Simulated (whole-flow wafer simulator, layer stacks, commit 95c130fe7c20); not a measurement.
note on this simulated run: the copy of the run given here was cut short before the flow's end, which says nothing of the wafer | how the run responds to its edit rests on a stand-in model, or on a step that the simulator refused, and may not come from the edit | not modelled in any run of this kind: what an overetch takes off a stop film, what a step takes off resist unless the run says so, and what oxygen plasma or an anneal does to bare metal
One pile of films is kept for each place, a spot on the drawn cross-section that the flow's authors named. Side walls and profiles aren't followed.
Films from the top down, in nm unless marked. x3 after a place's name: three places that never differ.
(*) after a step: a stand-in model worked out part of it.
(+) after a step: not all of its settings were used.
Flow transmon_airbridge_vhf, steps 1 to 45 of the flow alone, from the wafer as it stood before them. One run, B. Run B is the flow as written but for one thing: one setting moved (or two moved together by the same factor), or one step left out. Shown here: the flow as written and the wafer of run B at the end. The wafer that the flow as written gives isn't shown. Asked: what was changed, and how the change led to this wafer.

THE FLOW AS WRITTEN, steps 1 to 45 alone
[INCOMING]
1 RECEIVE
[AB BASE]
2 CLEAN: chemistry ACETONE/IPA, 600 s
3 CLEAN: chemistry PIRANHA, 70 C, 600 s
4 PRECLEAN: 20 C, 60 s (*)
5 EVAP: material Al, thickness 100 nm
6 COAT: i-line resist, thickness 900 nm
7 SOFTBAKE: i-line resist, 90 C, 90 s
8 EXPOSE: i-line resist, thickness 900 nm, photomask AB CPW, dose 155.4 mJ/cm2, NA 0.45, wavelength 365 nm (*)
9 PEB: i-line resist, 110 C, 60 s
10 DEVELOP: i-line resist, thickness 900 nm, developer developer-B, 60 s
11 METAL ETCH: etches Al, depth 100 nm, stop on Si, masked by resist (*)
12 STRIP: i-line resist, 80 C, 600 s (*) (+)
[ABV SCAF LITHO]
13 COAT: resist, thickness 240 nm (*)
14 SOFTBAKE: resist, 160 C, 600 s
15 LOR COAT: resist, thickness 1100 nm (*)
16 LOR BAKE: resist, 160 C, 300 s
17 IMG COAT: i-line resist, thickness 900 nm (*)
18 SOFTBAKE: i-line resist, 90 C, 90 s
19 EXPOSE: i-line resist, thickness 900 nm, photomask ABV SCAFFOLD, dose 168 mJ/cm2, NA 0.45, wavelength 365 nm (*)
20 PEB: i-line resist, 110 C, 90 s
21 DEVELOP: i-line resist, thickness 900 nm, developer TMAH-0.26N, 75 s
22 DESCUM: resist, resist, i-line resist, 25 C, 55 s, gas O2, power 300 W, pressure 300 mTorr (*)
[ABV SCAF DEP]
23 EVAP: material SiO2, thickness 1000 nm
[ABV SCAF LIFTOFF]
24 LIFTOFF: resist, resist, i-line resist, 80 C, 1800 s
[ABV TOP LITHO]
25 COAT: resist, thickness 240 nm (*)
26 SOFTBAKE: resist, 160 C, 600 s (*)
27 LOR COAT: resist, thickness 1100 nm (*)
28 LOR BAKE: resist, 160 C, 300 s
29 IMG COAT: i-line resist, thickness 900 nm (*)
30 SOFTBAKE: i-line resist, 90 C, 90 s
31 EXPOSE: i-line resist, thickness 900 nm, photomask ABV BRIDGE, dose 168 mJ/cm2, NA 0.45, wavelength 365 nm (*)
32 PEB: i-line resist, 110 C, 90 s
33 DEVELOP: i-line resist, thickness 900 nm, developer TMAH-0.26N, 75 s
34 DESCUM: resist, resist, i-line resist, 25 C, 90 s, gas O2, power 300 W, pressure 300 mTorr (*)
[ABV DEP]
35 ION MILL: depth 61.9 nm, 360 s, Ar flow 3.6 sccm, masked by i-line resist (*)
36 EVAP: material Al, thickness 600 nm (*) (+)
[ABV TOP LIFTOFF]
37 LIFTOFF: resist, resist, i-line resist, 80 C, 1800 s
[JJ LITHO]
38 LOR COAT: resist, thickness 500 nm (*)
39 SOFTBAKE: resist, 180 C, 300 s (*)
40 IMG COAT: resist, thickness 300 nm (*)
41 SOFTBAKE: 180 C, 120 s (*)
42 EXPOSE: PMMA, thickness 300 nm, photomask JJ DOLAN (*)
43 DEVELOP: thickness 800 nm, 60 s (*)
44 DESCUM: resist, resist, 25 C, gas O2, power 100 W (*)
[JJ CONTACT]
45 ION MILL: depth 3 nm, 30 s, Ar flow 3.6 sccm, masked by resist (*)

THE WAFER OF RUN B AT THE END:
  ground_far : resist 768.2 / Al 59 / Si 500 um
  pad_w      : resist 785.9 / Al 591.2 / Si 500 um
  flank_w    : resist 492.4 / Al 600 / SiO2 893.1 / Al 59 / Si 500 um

The cause: step 5, EVAP: thickness 59 nm was run, where the flow has thickness 100 nm.
It can be read off the wafer: ground_far has Al 59, and step 5 as written asks for 100 nm.

How the change led to this, step by step:
  5 EVAP: material Al, thickness 100 nm
      field x3, jj_line, ground_far and 12 more: Al +59 (new film) (as written it would be: Al +100 (new film))
  11 METAL ETCH: etches Al, depth 100 nm, stop on Si, masked by resist (*)
      ground_far, pad_w, flank_w and 8 more: i-line resist -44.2 (as written it would be: i-line resist -50)
      field x3, jj_line, gap_w, gap_e: Al -59 (all of it) (as written it would be: Al -100 (all of it))
  13 COAT: resist, thickness 240 nm (*)
      flank_w, flank_e: resist +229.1 (new film) (as written it would be: resist +222.3 (new film))
  22 DESCUM: resist, resist, i-line resist, 25 C, 55 s, gas O2, power 300 W, pressure 300 mTorr (*)
      flank_w, flank_e: resist -229.1 (all of it) (as written it would be: resist -222.3 (all of it))
  25 COAT: resist, thickness 240 nm (*)
      flank_w, flank_e: resist +157.2 (new film) (as written it would be: resist +152.6 (new film))
      gap_w, gap_e: resist +206.3 (new film) (as written it would be: resist +210.7 (new film))
  34 DESCUM: resist, resist, i-line resist, 25 C, 90 s, gas O2, power 300 W, pressure 300 mTorr (*)
      flank_w, flank_e: resist -157.2 (all of it) (as written it would be: resist -152.6 (all of it))
      gap_w, gap_e: resist -206.3 (all of it) (as written it would be: resist -210.7 (all of it))
  35 ION MILL: depth 61.9 nm, 360 s, Ar flow 3.6 sccm, masked by i-line resist (*)
      pad_w, pad_e: Al -59 (all of it), Si -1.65 (as written it would be: Al -61.9)
  36 EVAP: material Al, thickness 600 nm (*) (+)
      pad_w, pad_e: Al +591.2 (new film) (as written it would be: Al +591.2)
  40 IMG COAT: resist, thickness 300 nm (*)
      flank_w, flank_e: resist +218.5 (as written it would be: resist +212.1)
